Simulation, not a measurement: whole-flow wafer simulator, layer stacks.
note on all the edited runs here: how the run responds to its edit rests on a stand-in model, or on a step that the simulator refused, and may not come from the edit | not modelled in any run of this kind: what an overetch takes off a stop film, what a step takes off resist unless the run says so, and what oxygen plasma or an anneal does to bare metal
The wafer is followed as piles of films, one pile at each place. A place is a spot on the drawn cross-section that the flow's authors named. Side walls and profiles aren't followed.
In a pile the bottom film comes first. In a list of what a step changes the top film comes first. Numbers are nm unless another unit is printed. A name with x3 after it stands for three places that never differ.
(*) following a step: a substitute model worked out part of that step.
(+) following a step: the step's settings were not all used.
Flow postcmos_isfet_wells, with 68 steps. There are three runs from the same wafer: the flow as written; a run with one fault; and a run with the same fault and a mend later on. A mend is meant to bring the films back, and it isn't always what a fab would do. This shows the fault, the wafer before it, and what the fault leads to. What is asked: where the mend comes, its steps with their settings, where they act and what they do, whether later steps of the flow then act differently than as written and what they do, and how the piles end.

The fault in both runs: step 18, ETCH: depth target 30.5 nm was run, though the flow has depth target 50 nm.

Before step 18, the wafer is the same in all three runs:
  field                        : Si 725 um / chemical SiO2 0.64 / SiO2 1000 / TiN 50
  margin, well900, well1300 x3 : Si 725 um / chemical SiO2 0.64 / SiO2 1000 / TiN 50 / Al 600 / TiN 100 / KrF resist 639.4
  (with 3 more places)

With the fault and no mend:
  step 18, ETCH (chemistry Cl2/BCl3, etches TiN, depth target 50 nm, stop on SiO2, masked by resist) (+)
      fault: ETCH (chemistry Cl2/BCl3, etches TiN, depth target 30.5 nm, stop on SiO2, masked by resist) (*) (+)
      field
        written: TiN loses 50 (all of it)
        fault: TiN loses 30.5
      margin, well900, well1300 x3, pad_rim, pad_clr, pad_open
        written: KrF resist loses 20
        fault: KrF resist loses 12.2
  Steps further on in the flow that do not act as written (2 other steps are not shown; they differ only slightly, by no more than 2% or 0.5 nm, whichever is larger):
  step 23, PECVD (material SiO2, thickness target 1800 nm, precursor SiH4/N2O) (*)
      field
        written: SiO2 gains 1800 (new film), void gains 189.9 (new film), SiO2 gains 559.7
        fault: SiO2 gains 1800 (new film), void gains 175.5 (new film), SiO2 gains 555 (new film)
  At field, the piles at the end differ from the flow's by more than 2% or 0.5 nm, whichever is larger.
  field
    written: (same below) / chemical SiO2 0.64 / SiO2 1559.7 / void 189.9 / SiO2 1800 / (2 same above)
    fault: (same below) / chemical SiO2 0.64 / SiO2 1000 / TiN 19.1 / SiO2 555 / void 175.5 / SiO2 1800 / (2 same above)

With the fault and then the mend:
  The mend stands after step 18.
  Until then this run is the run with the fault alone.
  step 18a, ETCH (chemistry Cl2/BCl3, etches TiN, depth target 19.5 nm, stop on SiO2, masked by resist) (a further turn of the flow's step 18, with different settings)
      margin, well900, well1300 x3, pad_rim, pad_clr, pad_open
        KrF resist loses 7.8
      field
        TiN loses 19.5 (all of it)
  Later steps of the flow that are run all act as written at every place that is followed.
  By the end, the piles equal the flow's at every place that both follow.
